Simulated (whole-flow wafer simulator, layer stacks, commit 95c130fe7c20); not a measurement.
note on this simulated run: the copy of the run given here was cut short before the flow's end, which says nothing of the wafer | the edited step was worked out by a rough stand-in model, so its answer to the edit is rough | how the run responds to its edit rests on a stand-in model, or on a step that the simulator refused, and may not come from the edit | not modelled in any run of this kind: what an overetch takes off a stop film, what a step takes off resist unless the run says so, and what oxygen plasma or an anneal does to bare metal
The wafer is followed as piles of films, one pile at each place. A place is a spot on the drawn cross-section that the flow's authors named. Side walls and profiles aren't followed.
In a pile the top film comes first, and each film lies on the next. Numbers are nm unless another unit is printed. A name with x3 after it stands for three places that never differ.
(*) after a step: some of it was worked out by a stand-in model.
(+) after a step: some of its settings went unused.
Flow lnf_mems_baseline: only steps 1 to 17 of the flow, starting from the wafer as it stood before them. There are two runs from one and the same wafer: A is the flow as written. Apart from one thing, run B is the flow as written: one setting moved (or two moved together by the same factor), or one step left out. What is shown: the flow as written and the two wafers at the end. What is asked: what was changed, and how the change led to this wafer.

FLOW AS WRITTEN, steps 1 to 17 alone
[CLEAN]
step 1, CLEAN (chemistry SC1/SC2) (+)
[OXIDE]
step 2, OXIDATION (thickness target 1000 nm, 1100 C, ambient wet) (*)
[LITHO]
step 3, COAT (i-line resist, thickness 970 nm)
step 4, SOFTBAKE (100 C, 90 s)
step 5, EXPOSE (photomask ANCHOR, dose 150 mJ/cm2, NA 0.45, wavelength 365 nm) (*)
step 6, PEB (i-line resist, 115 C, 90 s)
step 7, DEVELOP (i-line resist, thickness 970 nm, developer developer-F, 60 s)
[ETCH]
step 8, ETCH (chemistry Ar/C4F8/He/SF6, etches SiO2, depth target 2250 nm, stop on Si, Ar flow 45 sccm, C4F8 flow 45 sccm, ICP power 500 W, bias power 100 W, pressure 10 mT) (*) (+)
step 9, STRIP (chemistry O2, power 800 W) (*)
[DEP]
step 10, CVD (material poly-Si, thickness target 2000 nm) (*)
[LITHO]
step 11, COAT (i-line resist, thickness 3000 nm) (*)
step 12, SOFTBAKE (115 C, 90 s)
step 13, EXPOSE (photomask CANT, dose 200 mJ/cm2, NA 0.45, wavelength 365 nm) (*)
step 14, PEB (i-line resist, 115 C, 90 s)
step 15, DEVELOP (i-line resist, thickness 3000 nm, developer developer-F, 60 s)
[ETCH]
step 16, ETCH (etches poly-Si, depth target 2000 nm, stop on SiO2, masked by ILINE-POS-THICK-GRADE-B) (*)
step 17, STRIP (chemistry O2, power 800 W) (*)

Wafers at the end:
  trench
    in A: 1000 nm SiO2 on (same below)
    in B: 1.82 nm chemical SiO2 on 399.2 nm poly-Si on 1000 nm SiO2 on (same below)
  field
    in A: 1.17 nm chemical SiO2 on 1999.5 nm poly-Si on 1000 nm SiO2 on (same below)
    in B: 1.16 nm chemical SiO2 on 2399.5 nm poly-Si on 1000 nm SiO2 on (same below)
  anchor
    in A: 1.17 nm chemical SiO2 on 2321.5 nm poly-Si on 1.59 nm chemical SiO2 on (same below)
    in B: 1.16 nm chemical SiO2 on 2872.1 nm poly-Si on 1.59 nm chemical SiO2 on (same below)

The reason: step 10, CVD: thickness target 2400 nm was run, whereas the flow has thickness target 2000 nm.

How this came from the change, step by step:
  step 10, CVD (material poly-Si, thickness target 2000 nm) (*)
      field, beam, trench, char_slit: A poly-Si gains 2000 (new film) | B poly-Si gains 2400 (new film)
      anchor: A poly-Si gains 2322 (new film) | B poly-Si gains 2872.6 (new film)
  step 11, COAT (i-line resist, thickness 3000 nm) (*)
      anchor: A i-line resist gains 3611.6 (new film) | B i-line resist gains 3468.4 (new film)
  step 12, SOFTBAKE (115 C, 90 s)
      field: A i-line resist loses 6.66 | B i-line resist loses 5.99
      anchor: A i-line resist gains 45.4 | B i-line resist gains 40.1
      (as well as at 2 more places)
  step 14, PEB (i-line resist, 115 C, 90 s)
      anchor: A i-line resist loses 46.1 | B i-line resist loses 43.5
  step 16, ETCH (etches poly-Si, depth target 2000 nm, stop on SiO2, masked by ILINE-POS-THICK-GRADE-B) (*)
      trench, char_slit: A poly-Si loses 2000 (all of it) | B poly-Si loses 2000
  step 17, STRIP (chemistry O2, power 800 W) (*)
      trench, char_slit: A nothing | B chemical SiO2 gains 1.82 (new film), poly-Si loses 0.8
      anchor: A chemical SiO2 gains 1.17 (new film), i-line resist loses 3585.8 (all of it), poly-Si loses 0.52 | B chemical SiO2 gains 1.16 (new film), i-line resist loses 3439.9 (all of it), poly-Si loses 0.51
